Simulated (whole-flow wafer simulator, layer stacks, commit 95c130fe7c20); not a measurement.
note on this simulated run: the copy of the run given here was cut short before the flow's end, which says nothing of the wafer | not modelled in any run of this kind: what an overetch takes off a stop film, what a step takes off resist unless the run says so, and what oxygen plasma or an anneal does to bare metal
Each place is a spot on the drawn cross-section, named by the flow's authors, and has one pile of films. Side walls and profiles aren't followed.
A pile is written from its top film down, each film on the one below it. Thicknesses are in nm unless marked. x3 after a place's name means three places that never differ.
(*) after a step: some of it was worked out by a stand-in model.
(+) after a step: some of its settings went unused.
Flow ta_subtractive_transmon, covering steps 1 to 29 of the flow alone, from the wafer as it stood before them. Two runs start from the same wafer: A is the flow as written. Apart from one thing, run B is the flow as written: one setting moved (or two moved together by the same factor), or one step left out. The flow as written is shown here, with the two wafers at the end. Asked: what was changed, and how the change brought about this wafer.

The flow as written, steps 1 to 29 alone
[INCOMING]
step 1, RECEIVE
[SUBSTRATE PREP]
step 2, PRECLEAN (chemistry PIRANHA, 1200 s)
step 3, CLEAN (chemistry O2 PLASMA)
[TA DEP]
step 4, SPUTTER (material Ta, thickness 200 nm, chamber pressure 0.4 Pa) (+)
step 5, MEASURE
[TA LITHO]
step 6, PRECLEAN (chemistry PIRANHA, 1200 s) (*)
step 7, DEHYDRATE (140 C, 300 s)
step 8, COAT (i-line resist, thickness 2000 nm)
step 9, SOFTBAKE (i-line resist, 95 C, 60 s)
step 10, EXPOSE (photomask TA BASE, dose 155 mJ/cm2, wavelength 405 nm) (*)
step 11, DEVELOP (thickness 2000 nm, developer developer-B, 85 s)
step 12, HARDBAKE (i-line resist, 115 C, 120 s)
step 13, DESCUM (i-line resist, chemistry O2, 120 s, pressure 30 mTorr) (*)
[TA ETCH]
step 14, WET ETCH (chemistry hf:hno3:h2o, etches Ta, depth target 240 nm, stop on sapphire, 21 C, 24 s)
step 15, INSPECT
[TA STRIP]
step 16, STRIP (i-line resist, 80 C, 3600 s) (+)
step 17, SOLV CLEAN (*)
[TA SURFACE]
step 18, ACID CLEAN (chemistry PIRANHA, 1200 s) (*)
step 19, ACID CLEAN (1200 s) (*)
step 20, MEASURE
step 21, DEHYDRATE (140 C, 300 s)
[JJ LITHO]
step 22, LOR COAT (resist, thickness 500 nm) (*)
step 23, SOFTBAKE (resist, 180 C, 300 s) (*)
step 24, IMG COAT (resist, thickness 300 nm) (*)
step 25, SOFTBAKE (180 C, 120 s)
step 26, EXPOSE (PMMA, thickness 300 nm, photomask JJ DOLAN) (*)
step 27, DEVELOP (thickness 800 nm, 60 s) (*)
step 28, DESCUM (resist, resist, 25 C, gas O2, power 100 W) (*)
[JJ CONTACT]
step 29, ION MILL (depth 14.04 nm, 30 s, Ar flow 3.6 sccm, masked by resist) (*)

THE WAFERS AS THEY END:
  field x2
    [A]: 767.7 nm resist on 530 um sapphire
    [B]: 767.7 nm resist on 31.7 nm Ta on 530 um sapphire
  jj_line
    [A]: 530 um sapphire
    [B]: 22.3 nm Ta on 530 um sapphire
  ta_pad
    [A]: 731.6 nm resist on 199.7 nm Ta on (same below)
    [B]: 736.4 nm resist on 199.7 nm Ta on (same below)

Cause: step 14, WET ETCH: depth target 168 nm was run, though the flow has depth target 240 nm; step 14, WET ETCH: 16.8 s was run, where the flow has 24 s.

How this came from the change, step by step:
  step 14, WET ETCH (chemistry hf:hno3:h2o, etches Ta, depth target 240 nm, stop on sapphire, 21 C, 24 s)
      field x2, jj_line, lead: A -200 Ta (all of it) | B -168 Ta
  step 29, ION MILL (depth 14.04 nm, 30 s, Ar flow 3.6 sccm, masked by resist) (*)
      jj_line, lead: A -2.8 sapphire | B -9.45 Ta
Taking metal films that touch as one body, field x2 has 1 body; the flow as written gives 0 bodies.
Taking metal films that touch as one body, jj_line has 1 body; the flow as written gives 0 bodies.
